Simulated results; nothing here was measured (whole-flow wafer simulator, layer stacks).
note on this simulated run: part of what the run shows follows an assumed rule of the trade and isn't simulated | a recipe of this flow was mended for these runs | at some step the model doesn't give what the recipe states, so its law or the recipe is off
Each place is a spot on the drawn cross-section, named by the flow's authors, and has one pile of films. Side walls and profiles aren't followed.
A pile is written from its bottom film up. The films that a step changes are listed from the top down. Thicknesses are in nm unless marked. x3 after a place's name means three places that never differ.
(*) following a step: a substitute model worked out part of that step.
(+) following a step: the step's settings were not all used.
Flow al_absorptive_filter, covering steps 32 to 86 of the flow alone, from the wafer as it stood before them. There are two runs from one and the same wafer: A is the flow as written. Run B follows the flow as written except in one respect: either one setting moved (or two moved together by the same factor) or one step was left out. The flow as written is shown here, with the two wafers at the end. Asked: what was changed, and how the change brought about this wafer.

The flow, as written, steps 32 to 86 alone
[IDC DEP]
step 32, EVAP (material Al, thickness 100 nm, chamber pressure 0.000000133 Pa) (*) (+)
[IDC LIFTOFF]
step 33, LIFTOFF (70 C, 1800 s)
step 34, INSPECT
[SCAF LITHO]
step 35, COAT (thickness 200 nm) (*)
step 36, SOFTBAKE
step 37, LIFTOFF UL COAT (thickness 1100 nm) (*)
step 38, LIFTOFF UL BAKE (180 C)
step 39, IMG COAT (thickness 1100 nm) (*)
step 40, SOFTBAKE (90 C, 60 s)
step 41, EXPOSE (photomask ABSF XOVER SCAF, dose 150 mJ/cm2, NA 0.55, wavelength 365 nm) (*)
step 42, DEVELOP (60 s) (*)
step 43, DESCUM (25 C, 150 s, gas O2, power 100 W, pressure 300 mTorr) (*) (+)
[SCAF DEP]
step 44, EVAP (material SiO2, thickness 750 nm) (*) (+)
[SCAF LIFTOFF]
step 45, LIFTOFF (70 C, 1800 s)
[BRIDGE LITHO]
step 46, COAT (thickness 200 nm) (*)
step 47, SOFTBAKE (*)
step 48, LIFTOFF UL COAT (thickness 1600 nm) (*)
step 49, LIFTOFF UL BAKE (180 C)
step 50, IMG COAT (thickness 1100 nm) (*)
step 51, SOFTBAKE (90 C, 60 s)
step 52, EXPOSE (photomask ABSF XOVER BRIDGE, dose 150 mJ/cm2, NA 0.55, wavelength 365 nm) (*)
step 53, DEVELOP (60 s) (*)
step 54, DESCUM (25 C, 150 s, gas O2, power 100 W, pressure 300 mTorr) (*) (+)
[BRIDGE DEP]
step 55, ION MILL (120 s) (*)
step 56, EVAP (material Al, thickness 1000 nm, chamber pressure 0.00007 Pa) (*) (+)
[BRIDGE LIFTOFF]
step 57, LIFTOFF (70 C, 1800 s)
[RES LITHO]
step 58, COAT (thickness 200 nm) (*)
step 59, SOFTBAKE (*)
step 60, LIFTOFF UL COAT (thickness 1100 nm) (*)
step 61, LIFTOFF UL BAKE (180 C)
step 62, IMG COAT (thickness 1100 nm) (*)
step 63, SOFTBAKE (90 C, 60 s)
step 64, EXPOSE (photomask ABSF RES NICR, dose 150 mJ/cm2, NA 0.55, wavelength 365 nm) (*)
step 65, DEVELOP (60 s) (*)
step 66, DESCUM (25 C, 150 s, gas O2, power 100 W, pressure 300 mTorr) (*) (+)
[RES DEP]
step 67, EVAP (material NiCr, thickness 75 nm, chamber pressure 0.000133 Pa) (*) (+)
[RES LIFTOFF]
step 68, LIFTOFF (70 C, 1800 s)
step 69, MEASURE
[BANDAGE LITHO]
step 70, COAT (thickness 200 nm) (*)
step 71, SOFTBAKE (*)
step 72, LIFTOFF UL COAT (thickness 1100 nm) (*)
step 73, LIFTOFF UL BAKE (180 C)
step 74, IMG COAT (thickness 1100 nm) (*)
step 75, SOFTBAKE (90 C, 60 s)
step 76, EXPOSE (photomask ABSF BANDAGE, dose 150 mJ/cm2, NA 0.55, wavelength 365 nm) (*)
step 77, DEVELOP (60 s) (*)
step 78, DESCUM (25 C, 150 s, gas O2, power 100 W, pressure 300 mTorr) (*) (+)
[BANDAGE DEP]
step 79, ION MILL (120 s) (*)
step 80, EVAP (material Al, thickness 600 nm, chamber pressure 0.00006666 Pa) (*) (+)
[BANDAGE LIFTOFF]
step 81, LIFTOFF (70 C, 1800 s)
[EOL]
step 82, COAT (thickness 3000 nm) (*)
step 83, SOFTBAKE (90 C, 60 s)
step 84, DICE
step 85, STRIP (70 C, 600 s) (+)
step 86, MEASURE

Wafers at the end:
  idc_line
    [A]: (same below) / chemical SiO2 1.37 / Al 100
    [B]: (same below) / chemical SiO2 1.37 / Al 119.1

The reason: step 32, EVAP: thickness 124.8 nm was run, while the flow as written has thickness 100 nm.

The path from the change to this, step by step:
  step 32, EVAP (material Al, thickness 100 nm, chamber pressure 0.000000133 Pa) (*) (+)
      gnd, pad_far, pad_near and 10 more: A Al gains 100 (new film) | B Al gains 124.8 (new film)
      idc_line: A Al gains 100 (new film) | B Al gains 119.1 (new film)
  step 33, LIFTOFF (70 C, 1800 s)
      gnd, xa_field, xa_margin, xa_strip, xl_land, idc_field, idc_space: A Al loses 100 (all of it), e-beam-resist loses 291 (all of it) | B Al loses 124.8 (all of it), e-beam-resist loses 291 (all of it)
      pad_far: A Al loses 100 (all of it), e-beam-resist loses 287 (all of it) | B Al loses 124.8 (all of it), e-beam-resist loses 287 (all of it)
      (also at 5 further places)
  step 35, COAT (thickness 200 nm) (*)
      idc_line: A acrylic-e-beam-resist gains 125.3 (new film) | B acrylic-e-beam-resist gains 112.5 (new film)
      idc_space: A acrylic-e-beam-resist gains 228.2 (new film) | B acrylic-e-beam-resist gains 235.3 (new film)
  step 45, LIFTOFF (70 C, 1800 s)
      idc_line: A SiO2 loses 750 (all of it), i-line-resist loses 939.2 (all of it), lift-off-underlayer loses 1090 (all of it), acrylic-e-beam-resist loses 125.3 (all of it) | B SiO2 loses 750 (all of it), i-line-resist loses 939.1 (all of it), lift-off-underlayer loses 1087 (all of it), acrylic-e-beam-resist loses 112.5 (all of it)
      idc_space: A SiO2 loses 750 (all of it), i-line-resist loses 939.1 (all of it), lift-off-underlayer loses 1087.8 (all of it), acrylic-e-beam-resist loses 228.2 (all of it) | B SiO2 loses 750 (all of it), i-line-resist loses 939.1 (all of it), lift-off-underlayer loses 1084.2 (all of it), acrylic-e-beam-resist loses 235.3 (all of it)
  step 46, COAT (thickness 200 nm) (*)
      idc_line: A acrylic-e-beam-resist gains 129.8 (new film) | B acrylic-e-beam-resist gains 118.2 (new film)
      idc_space: A acrylic-e-beam-resist gains 229.8 (new film) | B acrylic-e-beam-resist gains 237 (new film)
  step 57, LIFTOFF (70 C, 1800 s)
      idc_line: A Al loses 1000 (all of it), i-line-resist loses 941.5 (all of it), lift-off-underlayer loses 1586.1 (all of it), acrylic-e-beam-resist loses 129.8 (all of it) | B Al loses 1000 (all of it), i-line-resist loses 941.5 (all of it), lift-off-underlayer loses 1581.8 (all of it), acrylic-e-beam-resist loses 118.2 (all of it)
      idc_space: A Al loses 1000 (all of it), i-line-resist loses 941.5 (all of it), lift-off-underlayer loses 1586.9 (all of it), acrylic-e-beam-resist loses 229.8 (all of it) | B Al loses 1000 (all of it), i-line-resist loses 941.5 (all of it), lift-off-underlayer loses 1582.9 (all of it), acrylic-e-beam-resist loses 237 (all of it)
  step 58, COAT (thickness 200 nm) (*)
      idc_line: A acrylic-e-beam-resist gains 129.8 (new film) | B acrylic-e-beam-resist gains 118.2 (new film)
      idc_space: A acrylic-e-beam-resist gains 229.8 (new film) | B acrylic-e-beam-resist gains 237 (new film)
  step 68, LIFTOFF (70 C, 1800 s)
      idc_line: A NiCr loses 75 (all of it), i-line-resist loses 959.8 (all of it), lift-off-underlayer loses 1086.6 (all of it), acrylic-e-beam-resist loses 129.8 (all of it) | B NiCr loses 75 (all of it), i-line-resist loses 959.8 (all of it), lift-off-underlayer loses 1082.5 (all of it), acrylic-e-beam-resist loses 118.2 (all of it)
      idc_space: A NiCr loses 75 (all of it), i-line-resist loses 959.8 (all of it), lift-off-underlayer loses 1087.4 (all of it), acrylic-e-beam-resist loses 229.8 (all of it) | B NiCr loses 75 (all of it), i-line-resist loses 959.7 (all of it), lift-off-underlayer loses 1083.6 (all of it), acrylic-e-beam-resist loses 237 (all of it)
  step 70, COAT (thickness 200 nm) (*)
      idc_line: A acrylic-e-beam-resist gains 129.8 (new film) | B acrylic-e-beam-resist gains 118.2 (new film)
      idc_space: A acrylic-e-beam-resist gains 229.8 (new film) | B acrylic-e-beam-resist gains 237 (new film)
  step 81, LIFTOFF (70 C, 1800 s)
      idc_line: A Al loses 600 (all of it), i-line-resist loses 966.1 (all of it), lift-off-underlayer loses 1086.6 (all of it), acrylic-e-beam-resist loses 129.8 (all of it) | B Al loses 600 (all of it), i-line-resist loses 966.1 (all of it), lift-off-underlayer loses 1082.5 (all of it), acrylic-e-beam-resist loses 118.2 (all of it)
      idc_space: A Al loses 600 (all of it), i-line-resist loses 966.1 (all of it), lift-off-underlayer loses 1087.4 (all of it), acrylic-e-beam-resist loses 229.8 (all of it) | B Al loses 600 (all of it), i-line-resist loses 966 (all of it), lift-off-underlayer loses 1083.6 (all of it), acrylic-e-beam-resist loses 237 (all of it)
